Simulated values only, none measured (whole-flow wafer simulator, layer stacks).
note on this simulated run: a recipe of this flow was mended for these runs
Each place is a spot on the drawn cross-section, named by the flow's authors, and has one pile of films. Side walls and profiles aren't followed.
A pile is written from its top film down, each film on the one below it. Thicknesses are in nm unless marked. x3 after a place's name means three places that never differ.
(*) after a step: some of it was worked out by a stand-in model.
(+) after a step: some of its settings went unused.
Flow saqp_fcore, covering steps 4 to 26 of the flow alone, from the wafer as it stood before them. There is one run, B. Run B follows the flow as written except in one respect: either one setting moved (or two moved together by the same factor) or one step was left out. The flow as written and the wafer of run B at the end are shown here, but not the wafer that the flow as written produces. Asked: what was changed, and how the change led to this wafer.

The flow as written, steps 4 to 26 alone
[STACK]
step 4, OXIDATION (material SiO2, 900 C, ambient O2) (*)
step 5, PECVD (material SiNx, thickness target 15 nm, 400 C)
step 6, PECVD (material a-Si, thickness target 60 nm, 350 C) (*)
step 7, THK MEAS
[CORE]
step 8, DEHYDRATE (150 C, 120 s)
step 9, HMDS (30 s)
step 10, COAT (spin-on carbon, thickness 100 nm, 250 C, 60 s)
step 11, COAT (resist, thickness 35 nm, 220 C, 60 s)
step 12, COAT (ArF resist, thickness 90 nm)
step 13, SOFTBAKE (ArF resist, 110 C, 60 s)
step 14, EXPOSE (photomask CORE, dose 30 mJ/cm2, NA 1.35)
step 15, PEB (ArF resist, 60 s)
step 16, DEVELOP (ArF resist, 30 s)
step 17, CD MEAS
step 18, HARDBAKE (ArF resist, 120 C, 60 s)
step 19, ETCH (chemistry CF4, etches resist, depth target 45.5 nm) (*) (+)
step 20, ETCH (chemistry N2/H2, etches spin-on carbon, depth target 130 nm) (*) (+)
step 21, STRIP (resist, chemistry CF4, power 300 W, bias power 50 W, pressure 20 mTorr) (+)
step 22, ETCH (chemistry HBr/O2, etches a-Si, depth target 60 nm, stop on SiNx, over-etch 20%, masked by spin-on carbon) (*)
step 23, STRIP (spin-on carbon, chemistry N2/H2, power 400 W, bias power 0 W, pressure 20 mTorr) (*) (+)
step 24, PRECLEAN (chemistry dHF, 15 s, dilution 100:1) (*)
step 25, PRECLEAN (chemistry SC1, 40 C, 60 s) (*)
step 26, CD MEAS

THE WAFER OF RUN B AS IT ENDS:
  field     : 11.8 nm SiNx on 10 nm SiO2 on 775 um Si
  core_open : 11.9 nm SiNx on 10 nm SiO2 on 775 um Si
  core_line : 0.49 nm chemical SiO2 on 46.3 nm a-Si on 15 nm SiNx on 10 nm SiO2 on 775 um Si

Cause: step 6, PECVD: thickness target 47 nm was run, though the flow has thickness target 60 nm.

The path from the change to this, step by step:
  step 6, PECVD (material a-Si, thickness target 60 nm, 350 C) (*)
      field, core_open, core_line: a-Si gains 47 (new film) (as written it would have been: a-Si gains 60 (new film))
  step 22, ETCH (chemistry HBr/O2, etches a-Si, depth target 60 nm, stop on SiNx, over-etch 20%, masked by spin-on carbon) (*)
      field: a-Si loses 23.8 (all of it), SiNx loses 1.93 (as written it would have been: a-Si loses 36.8 (all of it), SiNx loses 1.41)
      core_open: a-Si loses 26.4 (all of it), SiNx loses 1.82 (as written it would have been: a-Si loses 39.4 (all of it), SiNx loses 1.3)
      (as well as at 1 more place)
  step 23, STRIP (spin-on carbon, chemistry N2/H2, power 400 W, bias power 0 W, pressure 20 mTorr) (*) (+)
      core_line: spin-on carbon loses 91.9 (all of it) (as written it would have been: spin-on carbon loses 88.8 (all of it))
